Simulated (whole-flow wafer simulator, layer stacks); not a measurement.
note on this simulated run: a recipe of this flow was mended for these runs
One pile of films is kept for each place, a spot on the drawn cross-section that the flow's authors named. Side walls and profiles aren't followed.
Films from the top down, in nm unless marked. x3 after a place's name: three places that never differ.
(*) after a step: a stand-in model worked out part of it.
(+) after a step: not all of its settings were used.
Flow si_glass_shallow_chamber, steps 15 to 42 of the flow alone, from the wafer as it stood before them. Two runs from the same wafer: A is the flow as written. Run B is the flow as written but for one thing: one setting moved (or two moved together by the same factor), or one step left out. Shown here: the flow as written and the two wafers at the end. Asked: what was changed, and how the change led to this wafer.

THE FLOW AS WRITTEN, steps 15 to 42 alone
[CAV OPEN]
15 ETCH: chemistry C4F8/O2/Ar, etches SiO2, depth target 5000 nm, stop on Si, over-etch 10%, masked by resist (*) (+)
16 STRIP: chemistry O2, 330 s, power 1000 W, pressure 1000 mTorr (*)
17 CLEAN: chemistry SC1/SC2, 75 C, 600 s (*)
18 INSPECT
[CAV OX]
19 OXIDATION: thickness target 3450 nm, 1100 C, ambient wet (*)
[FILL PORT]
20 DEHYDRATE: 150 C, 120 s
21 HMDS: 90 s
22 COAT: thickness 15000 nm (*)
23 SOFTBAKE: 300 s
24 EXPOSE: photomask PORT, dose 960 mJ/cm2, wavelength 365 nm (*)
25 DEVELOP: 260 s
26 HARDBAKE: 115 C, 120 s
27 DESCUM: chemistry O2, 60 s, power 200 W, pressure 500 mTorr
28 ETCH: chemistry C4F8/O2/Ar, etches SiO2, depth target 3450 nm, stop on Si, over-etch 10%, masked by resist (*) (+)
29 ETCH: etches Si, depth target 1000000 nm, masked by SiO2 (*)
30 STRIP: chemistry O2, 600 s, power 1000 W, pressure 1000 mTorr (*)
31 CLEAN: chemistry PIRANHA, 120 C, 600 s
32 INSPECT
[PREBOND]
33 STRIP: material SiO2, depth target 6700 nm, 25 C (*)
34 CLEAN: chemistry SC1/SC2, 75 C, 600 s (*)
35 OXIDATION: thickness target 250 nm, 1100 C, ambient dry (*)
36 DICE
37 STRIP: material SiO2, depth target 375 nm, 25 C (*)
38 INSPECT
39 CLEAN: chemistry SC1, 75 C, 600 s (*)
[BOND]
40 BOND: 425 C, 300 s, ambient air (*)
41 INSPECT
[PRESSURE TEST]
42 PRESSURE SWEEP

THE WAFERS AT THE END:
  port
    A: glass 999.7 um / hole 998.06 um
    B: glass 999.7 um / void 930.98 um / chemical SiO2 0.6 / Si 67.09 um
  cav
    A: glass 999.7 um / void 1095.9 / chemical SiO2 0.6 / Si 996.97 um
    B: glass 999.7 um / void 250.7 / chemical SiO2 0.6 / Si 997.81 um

The cause: step 15, ETCH: depth target 2000 nm was run, where the flow has depth target 5000 nm.

How the change led to this, step by step:
  15 ETCH: chemistry C4F8/O2/Ar, etches SiO2, depth target 5000 nm, stop on Si, over-etch 10%, masked by resist (*) (+)
      cav, port: A SiO2 -5000 (all of it), Si -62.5 | B SiO2 -2200
      rim, ramp, septum, ring: A thick-i-line-resist -1100 | B thick-i-line-resist -440
  16 STRIP: chemistry O2, 330 s, power 1000 W, pressure 1000 mTorr (*)
      cav, port: A chemical SiO2 +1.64 (new film), Si -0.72 | B nothing
      rim, ramp, septum, ring: A thick-i-line-resist -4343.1 (all of it) | B thick-i-line-resist -5003.1 (all of it)
  17 CLEAN: chemistry SC1/SC2, 75 C, 600 s (*)
      cav, port: A chemical SiO2 -1.04, Si -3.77 | B SiO2 -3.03
  19 OXIDATION: thickness target 3450 nm, 1100 C, ambient wet (*)
      cav, port: A SiO2 +3450 (new film), chemical SiO2 -0.6 (all of it), Si -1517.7 | B SiO2 +1680.6, Si -739.4
  22 COAT: thickness 15000 nm (*)
      rim: A thick-i-line-resist +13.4 um (new film) | B thick-i-line-resist +14.18 um (new film)
      ramp: A thick-i-line-resist +12.89 um (new film) | B thick-i-line-resist +13.93 um (new film)
      (and at 4 more places)
  23 SOFTBAKE: 300 s
      rim: A thick-i-line-resist -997 | B thick-i-line-resist -482.6
      ramp: A thick-i-line-resist -487.1 | B thick-i-line-resist -226.4
      (and at 4 more places)
  25 DEVELOP: 260 s
      port: A thick-i-line-resist -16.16 um (all of it) | B thick-i-line-resist -15.58 um (all of it)
  26 HARDBAKE: 115 C, 120 s
      rim, ramp: A thick-i-line-resist -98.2 | B thick-i-line-resist -114.3
      cav: A thick-i-line-resist -147.1 | B thick-i-line-resist -136.4
  28 ETCH: chemistry C4F8/O2/Ar, etches SiO2, depth target 3450 nm, stop on Si, over-etch 10%, masked by resist (*) (+)
      port: A SiO2 -3450 (all of it), Si -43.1 | B SiO2 -3795
  29 ETCH: etches Si, depth target 1000000 nm, masked by SiO2 (*)
      port: A hole +997.05 um (new film), Si -997.05 um (all of it) | B SiO2 -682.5 (all of it), Si -930.73 um
      rim, ramp: A thick-i-line-resist -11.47 um (all of it), SiO2 -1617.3 | B thick-i-line-resist -12.75 um (all of it), SiO2 -934.7
      (and at 2 more places)
  30 STRIP: chemistry O2, 600 s, power 1000 W, pressure 1000 mTorr (*)
      port: A nothing | B chemical SiO2 +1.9 (new film), Si -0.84
      cav: A thick-i-line-resist -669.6 (all of it) | B thick-i-line-resist -103.2 (all of it)
  33 STRIP: material SiO2, depth target 6700 nm, 25 C (*)
      port: A nothing | B chemical SiO2 -1.9 (all of it)
      rim, ramp: A SiO2 -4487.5 (all of it) | B SiO2 -5170.1 (all of it)
      (and at 1 more place)
  34 CLEAN: chemistry SC1/SC2, 75 C, 600 s (*)
      port: A nothing | B chemical SiO2 +0.6 (new film), Si -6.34
  35 OXIDATION: thickness target 250 nm, 1100 C, ambient dry (*)
      port: A nothing | B SiO2 +250 (new film), chemical SiO2 -0.6 (all of it), Si -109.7
  37 STRIP: material SiO2, depth target 375 nm, 25 C (*)
      port: A nothing | B SiO2 -250 (all of it)
  39 CLEAN: chemistry SC1, 75 C, 600 s (*)
      port: A nothing | B chemical SiO2 +0.6 (new film), Si -6.34
  40 BOND: 425 C, 300 s, ambient air (*)
      port: A glass +999.7 um (new film), hole +1017.3 | B glass +999.7 um (new film), void +930.98 um (new film)
      cav: A glass +999.7 um (new film), void +1095.9 (new film) | B glass +999.7 um (new film), void +250.7 (new film)
